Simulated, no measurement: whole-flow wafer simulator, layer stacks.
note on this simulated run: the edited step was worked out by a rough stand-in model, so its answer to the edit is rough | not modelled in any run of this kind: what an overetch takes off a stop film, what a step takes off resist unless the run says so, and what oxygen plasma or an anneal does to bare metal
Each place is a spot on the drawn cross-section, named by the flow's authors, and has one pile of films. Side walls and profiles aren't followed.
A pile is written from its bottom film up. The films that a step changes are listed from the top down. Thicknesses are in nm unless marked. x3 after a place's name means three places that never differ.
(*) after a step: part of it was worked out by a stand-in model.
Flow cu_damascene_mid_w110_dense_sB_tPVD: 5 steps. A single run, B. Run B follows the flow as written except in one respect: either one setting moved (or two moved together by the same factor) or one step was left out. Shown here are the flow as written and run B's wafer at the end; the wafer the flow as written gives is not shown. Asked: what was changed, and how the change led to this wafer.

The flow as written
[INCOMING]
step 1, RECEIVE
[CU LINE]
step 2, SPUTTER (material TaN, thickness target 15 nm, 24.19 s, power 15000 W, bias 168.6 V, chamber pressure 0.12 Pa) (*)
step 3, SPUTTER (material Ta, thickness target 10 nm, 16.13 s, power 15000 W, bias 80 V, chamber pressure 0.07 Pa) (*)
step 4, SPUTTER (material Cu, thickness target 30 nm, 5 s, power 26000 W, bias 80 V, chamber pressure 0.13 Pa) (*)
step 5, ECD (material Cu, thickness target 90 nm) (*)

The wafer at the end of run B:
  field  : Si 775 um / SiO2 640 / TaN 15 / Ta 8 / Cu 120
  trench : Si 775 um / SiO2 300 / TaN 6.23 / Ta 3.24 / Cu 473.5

What caused this: step 3, SPUTTER: 12.9 s was run, whereas the flow has 16.13 s.

How this came from the change, step by step:
  step 3, SPUTTER (material Ta, thickness target 10 nm, 16.13 s, power 15000 W, bias 80 V, chamber pressure 0.07 Pa) (*)
      field: +8 Ta (new film) (as written it would have been: +10 Ta (new film))
      trench: +3.24 Ta (new film) (as written it would have been: +4.05 Ta (new film))
